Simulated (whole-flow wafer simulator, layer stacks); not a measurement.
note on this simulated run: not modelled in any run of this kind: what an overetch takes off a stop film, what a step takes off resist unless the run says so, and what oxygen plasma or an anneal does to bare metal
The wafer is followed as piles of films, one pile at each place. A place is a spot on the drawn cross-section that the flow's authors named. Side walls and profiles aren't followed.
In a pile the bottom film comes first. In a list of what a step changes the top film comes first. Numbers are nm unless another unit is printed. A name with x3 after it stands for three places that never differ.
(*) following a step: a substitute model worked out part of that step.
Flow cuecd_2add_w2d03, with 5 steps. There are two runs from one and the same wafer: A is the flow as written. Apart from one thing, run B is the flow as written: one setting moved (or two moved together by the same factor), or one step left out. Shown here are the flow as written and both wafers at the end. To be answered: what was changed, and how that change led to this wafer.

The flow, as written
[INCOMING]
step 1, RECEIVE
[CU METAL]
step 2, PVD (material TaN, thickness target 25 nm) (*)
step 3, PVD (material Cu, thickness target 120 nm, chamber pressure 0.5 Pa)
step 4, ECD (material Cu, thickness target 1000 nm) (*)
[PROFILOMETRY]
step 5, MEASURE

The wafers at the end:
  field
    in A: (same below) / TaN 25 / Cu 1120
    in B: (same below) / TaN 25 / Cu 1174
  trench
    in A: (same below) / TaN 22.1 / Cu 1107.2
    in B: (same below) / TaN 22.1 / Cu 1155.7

Cause: step 3, PVD: thickness target 174 nm was run, whereas the flow has thickness target 120 nm.

How this came from the change, step by step:
  step 3, PVD (material Cu, thickness target 120 nm, chamber pressure 0.5 Pa)
      field: A Cu gains 120 (new film) | B Cu gains 174 (new film)
      trench: A Cu gains 107.2 (new film) | B Cu gains 155.7 (new film)
